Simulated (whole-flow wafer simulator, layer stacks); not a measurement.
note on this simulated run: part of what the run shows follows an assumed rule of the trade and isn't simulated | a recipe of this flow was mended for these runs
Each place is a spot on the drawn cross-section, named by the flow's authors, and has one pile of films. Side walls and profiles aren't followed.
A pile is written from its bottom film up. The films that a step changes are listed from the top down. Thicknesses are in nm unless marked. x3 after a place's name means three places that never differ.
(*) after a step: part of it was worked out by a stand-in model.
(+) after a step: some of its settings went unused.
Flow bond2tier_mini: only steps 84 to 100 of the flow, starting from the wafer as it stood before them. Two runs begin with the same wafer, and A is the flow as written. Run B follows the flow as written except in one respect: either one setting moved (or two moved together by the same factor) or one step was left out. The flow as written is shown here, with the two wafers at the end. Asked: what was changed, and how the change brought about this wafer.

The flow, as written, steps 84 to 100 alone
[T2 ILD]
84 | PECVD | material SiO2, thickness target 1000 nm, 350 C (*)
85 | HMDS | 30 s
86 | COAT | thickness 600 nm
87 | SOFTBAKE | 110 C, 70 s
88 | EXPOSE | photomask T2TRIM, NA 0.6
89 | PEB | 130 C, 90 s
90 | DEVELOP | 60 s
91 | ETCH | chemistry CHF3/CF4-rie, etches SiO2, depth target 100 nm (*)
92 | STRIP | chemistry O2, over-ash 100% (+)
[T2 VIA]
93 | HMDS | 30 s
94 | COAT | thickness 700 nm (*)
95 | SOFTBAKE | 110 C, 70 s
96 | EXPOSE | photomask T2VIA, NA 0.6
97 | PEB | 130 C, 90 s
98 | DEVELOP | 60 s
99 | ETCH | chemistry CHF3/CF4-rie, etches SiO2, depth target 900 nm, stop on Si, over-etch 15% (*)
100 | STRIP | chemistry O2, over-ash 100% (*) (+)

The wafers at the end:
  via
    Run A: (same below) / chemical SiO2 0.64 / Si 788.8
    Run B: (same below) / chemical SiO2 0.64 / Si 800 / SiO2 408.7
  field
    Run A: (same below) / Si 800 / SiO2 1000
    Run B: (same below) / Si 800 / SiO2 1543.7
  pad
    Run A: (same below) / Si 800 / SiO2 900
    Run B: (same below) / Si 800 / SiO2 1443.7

What caused this: step 84, PECVD: thickness target 1544 nm was run, while the flow as written has thickness target 1000 nm.
The wafer lets one read it off: field has SiO2 1543.7, and step 84 as written asks for 1000 nm.

The path from the change to this, step by step:
  84 | PECVD | material SiO2, thickness target 1000 nm, 350 C (*)
      field, pad, via: A +1000 SiO2 (new film) | B +1543.7 SiO2 (new film)
  99 | ETCH | chemistry CHF3/CF4-rie, etches SiO2, depth target 900 nm, stop on Si, over-etch 15% (*)
      via: A -900 SiO2 (all of it), -11.2 Si | B -1035 SiO2
